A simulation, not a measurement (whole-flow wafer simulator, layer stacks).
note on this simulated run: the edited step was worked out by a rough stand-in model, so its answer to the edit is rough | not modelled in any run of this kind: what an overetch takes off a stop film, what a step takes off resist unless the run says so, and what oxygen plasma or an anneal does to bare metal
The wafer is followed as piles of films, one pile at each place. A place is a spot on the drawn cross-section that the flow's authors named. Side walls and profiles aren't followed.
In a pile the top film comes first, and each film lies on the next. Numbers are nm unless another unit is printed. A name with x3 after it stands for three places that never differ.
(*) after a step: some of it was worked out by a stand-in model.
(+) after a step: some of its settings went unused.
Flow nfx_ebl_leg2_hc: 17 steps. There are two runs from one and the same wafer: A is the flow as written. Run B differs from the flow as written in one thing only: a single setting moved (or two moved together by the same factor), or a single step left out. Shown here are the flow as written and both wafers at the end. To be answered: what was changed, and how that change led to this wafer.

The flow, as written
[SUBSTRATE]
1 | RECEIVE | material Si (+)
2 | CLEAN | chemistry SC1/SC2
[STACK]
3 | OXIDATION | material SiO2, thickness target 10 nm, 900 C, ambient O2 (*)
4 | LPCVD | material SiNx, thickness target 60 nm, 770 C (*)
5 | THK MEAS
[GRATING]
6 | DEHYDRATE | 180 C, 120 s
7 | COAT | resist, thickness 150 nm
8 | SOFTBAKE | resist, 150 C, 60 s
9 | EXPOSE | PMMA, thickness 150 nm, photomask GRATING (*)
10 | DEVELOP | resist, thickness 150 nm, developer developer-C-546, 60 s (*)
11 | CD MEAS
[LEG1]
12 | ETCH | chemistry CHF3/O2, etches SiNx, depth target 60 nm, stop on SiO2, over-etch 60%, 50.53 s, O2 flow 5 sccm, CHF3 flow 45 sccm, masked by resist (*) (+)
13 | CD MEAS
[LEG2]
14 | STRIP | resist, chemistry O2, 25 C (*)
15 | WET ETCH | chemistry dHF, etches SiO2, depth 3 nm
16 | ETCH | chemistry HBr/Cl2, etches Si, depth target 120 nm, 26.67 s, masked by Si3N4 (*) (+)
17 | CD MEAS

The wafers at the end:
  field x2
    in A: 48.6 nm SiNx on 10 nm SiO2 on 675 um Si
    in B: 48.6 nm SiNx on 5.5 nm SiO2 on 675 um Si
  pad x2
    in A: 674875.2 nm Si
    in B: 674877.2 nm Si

The reason: step 3, OXIDATION: thickness target 5.5 nm was run, while the flow as written has thickness target 10 nm.
The wafer lets one read it off: field x2 has SiO2 5.5, and step 3 as written asks for 10 nm.

The path from the change to this, step by step:
  3 | OXIDATION | material SiO2, thickness target 10 nm, 900 C, ambient O2 (*)
      field x2, pad x2: A SiO2 gains 10 (new film), chemical SiO2 loses 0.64 (all of it), Si loses 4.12 | B SiO2 gains 5.5 (new film), chemical SiO2 loses 0.64 (all of it), Si loses 2.14
  12 | ETCH | chemistry CHF3/O2, etches SiNx, depth target 60 nm, stop on SiO2, over-etch 60%, 50.53 s, O2 flow 5 sccm, CHF3 flow 45 sccm, masked by resist (*) (+)
      pad x2: A SiNx loses 60 (all of it), SiO2 loses 10 (all of it) | B SiNx loses 60 (all of it), SiO2 loses 5.5 (all of it)
